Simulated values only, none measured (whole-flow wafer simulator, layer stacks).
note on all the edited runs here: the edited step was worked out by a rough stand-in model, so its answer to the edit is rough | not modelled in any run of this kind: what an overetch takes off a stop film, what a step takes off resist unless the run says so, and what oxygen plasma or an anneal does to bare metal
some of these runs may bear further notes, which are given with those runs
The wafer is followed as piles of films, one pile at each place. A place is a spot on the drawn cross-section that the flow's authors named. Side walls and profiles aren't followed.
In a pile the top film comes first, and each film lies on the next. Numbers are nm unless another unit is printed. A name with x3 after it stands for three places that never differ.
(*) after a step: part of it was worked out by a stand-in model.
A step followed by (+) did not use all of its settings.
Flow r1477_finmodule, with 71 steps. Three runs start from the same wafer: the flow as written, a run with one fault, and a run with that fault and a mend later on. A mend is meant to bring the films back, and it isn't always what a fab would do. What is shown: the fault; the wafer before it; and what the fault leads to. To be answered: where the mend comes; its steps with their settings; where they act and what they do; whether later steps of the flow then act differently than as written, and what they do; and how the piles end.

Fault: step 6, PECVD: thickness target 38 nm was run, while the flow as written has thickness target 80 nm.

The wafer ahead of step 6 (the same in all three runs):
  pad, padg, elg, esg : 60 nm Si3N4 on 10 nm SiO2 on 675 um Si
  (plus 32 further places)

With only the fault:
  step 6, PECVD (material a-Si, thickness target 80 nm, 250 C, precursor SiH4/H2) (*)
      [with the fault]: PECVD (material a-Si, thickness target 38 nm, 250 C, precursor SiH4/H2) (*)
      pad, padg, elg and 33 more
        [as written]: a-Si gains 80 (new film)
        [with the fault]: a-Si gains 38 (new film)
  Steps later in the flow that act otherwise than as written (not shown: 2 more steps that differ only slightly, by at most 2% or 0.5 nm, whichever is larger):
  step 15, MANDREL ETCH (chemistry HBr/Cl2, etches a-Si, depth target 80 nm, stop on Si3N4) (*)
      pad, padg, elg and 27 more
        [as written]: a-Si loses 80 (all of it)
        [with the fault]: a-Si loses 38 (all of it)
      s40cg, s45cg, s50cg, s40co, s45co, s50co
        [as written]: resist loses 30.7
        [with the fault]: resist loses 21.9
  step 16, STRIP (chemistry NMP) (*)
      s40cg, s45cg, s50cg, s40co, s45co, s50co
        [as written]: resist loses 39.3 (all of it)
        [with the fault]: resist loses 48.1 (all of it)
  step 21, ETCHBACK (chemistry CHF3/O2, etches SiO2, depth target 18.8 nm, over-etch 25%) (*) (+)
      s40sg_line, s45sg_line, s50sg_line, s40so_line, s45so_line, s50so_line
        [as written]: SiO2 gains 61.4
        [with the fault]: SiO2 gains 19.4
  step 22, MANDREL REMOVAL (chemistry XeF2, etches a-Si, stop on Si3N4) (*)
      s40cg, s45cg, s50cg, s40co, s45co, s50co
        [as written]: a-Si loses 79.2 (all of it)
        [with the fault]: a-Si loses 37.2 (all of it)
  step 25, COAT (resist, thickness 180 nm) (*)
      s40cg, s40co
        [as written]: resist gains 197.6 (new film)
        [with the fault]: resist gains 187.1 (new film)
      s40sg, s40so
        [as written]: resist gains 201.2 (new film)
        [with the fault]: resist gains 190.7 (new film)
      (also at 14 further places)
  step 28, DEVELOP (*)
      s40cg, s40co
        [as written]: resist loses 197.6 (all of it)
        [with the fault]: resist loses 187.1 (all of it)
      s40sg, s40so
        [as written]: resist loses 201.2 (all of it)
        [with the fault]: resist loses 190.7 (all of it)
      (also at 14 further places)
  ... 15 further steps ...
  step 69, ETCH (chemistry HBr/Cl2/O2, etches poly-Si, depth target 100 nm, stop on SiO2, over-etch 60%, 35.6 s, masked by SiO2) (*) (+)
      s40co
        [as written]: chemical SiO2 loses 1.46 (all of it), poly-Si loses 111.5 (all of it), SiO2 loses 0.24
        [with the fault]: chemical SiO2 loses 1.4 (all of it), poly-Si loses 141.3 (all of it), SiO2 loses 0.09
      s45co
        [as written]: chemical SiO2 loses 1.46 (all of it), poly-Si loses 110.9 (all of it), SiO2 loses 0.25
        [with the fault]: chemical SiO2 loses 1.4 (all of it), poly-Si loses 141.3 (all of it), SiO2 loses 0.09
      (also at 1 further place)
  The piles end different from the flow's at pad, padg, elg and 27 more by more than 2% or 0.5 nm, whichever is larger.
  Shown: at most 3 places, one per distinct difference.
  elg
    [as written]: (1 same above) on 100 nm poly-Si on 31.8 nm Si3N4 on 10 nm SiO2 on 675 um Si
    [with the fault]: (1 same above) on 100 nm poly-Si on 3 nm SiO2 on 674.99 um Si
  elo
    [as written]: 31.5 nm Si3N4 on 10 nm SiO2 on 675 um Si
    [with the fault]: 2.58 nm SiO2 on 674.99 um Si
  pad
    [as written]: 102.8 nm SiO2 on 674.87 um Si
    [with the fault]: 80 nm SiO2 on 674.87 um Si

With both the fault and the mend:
  After step 7 comes the mend.
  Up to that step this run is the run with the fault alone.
  step 7a, PECVD (material a-Si, thickness target 42 nm, 250 C, precursor SiH4/H2) (*) (a further turn of the flow's step 6, with different settings)
      pad, padg, elg and 33 more
        a-Si gains 42
  Every later step of the flow that is run acts as written at every place that is followed.
  The piles end the same as the flow's at every place that both follow.
